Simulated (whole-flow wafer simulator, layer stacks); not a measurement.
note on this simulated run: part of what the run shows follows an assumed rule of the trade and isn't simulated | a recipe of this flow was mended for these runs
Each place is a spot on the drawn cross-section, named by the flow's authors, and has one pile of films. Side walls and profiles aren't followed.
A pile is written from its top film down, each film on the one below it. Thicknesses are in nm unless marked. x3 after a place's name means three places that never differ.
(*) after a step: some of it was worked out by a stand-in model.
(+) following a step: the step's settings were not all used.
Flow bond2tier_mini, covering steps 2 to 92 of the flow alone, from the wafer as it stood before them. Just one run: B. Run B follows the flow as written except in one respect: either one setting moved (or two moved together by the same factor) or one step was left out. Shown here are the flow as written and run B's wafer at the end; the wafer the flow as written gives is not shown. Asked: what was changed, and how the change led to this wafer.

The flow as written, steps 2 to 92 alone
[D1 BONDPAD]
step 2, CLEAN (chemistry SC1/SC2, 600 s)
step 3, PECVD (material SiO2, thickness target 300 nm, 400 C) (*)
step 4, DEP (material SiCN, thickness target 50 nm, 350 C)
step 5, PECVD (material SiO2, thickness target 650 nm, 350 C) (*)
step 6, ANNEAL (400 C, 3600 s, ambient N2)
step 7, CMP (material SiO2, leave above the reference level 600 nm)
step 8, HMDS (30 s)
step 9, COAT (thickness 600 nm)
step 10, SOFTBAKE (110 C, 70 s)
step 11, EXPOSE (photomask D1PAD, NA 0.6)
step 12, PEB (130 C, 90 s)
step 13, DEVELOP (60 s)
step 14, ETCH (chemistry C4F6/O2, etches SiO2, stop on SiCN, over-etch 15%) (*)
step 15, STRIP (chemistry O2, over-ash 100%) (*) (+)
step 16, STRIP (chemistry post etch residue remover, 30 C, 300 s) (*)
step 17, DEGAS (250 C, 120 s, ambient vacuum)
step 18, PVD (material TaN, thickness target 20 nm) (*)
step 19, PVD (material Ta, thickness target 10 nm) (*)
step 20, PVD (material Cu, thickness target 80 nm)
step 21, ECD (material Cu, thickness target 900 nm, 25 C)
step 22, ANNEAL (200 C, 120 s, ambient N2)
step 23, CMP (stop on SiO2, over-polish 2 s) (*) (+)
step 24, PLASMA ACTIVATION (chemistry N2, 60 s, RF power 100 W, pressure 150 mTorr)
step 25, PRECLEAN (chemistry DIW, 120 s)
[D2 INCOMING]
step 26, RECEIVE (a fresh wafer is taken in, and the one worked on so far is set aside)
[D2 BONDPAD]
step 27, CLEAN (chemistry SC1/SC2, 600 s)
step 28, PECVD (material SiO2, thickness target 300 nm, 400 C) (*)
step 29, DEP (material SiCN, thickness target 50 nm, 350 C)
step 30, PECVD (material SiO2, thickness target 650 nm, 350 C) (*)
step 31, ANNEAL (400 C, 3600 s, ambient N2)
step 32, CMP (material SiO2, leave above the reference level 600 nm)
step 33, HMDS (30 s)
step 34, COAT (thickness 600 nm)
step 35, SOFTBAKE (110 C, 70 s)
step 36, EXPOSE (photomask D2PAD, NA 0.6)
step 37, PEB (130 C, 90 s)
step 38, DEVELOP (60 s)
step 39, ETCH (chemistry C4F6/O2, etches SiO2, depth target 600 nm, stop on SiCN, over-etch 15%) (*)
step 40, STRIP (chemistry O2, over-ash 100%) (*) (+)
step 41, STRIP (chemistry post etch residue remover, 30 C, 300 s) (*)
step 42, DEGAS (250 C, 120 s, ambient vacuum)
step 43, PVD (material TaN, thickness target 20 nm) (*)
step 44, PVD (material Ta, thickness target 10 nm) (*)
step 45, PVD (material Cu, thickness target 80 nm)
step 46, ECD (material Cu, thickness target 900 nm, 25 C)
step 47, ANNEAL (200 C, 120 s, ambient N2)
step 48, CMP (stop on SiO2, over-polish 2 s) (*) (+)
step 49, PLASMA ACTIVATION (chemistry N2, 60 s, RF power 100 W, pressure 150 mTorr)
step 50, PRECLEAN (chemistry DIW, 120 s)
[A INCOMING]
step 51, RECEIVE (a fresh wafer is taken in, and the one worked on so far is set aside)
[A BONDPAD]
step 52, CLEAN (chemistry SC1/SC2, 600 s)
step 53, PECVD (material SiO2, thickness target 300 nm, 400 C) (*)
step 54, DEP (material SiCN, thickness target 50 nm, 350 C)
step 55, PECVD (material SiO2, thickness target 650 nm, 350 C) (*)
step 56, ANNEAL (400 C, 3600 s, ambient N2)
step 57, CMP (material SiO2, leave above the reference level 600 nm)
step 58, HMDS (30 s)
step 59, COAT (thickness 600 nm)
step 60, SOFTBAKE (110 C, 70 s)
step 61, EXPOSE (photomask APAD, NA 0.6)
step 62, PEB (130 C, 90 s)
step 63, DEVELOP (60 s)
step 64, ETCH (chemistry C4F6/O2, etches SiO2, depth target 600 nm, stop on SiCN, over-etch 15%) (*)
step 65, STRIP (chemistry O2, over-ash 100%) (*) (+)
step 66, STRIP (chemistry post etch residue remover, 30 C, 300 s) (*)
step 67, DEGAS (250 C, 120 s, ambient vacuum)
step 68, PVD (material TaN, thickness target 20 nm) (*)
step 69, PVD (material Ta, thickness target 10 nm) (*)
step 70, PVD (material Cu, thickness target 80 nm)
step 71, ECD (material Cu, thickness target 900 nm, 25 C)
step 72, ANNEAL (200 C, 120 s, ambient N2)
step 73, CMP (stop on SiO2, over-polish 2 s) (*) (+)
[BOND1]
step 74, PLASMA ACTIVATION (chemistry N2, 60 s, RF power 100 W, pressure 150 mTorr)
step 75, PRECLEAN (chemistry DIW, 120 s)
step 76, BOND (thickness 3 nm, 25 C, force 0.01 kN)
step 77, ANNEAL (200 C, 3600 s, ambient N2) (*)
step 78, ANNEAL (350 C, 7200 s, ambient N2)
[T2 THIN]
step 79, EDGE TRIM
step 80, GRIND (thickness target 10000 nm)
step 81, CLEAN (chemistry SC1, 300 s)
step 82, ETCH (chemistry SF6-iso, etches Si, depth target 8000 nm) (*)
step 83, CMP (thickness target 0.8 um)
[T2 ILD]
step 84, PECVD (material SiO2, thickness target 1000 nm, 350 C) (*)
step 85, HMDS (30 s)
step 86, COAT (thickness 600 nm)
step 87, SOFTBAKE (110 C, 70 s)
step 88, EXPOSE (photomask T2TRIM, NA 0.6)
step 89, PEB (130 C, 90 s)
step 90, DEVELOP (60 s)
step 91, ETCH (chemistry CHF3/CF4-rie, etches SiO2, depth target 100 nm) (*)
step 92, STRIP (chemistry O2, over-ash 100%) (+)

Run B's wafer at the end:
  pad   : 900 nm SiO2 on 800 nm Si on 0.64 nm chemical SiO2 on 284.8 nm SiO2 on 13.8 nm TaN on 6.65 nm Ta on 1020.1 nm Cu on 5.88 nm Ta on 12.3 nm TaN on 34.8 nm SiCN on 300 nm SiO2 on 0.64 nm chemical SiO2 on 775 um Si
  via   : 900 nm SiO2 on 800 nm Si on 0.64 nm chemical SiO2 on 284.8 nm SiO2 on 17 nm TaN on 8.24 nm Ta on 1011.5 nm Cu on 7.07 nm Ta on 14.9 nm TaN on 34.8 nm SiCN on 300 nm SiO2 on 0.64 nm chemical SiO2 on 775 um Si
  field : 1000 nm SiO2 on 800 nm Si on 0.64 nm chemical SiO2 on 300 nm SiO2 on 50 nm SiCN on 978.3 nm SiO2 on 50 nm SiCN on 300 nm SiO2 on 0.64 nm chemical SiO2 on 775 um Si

What caused this: step 5, PECVD: thickness target 378.3 nm was run, whereas the flow has thickness target 650 nm.

The path from the change to this, step by step:
  step 5, PECVD (material SiO2, thickness target 650 nm, 350 C) (*)
      field, pad, via: SiO2 gains 378.3 (new film) (in the flow as written it would be: SiO2 gains 650 (new film))
  step 7, CMP (material SiO2, leave above the reference level 600 nm)
      field, pad, via: nothing (in the flow as written it would be: SiO2 loses 50)
  step 14, ETCH (chemistry C4F6/O2, etches SiO2, stop on SiCN, over-etch 15%) (*)
      pad, via: SiO2 loses 378.3 (all of it), SiCN loses 50 (all of it), SiO2 loses 15.2 (in the flow as written it would be: SiO2 loses 600 (all of it), SiCN loses 15.2)
      field: thick-KrF-resist loses 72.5 (in the flow as written it would be: thick-KrF-resist loses 115)
  step 15, STRIP (chemistry O2, over-ash 100%) (*) (+)
      field: thick-KrF-resist loses 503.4 (all of it) (in the flow as written it would be: thick-KrF-resist loses 460.9 (all of it))
  step 18, PVD (material TaN, thickness target 20 nm) (*)
      pad: TaN gains 13.8 (new film) (in the flow as written it would be: TaN gains 12.3 (new film))
      via: TaN gains 17 (new film) (in the flow as written it would be: TaN gains 14.9 (new film))
  step 19, PVD (material Ta, thickness target 10 nm) (*)
      pad: Ta gains 6.65 (new film) (in the flow as written it would be: Ta gains 5.88 (new film))
      via: Ta gains 8.24 (new film) (in the flow as written it would be: Ta gains 7.07 (new film))
  step 20, PVD (material Cu, thickness target 80 nm)
      pad: Cu gains 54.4 (new film) (in the flow as written it would be: Cu gains 48.4 (new film))
      via: Cu gains 67.7 (new film) (in the flow as written it would be: Cu gains 59 (new film))
  step 21, ECD (material Cu, thickness target 900 nm, 25 C)
      pad: Cu gains 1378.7 (in the flow as written it would be: Cu gains 1558.7)
      via: Cu gains 1360.6 (in the flow as written it would be: Cu gains 1544.3)
  step 76, BOND (thickness 3 nm, 25 C, force 0.01 kN)
      pad: Si gains 775 um (new film), chemical SiO2 gains 0.64 (new film), SiO2 gains 284.8 (new film), TaN gains 13.8 (new film), Ta gains 6.65 (new film), Cu gains 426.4 (in the flow as written it would be: Si gains 775 um (new film), chemical SiO2 gains 0.64 (new film), SiO2 gains 300 (new film), SiCN gains 34.8 (new film), TaN gains 12.3 (new film), Ta gains 5.88 (new film), Cu gains 600.4)
      via: Si gains 775 um (new film), chemical SiO2 gains 0.64 (new film), SiO2 gains 284.8 (new film), TaN gains 17 (new film), Ta gains 8.24 (new film), Cu gains 421.6 (in the flow as written it would be: Si gains 775 um (new film), chemical SiO2 gains 0.64 (new film), SiO2 gains 300 (new film), SiCN gains 34.8 (new film), TaN gains 14.9 (new film), Ta gains 7.07 (new film), Cu gains 596.6)
      (also at 1 further place)
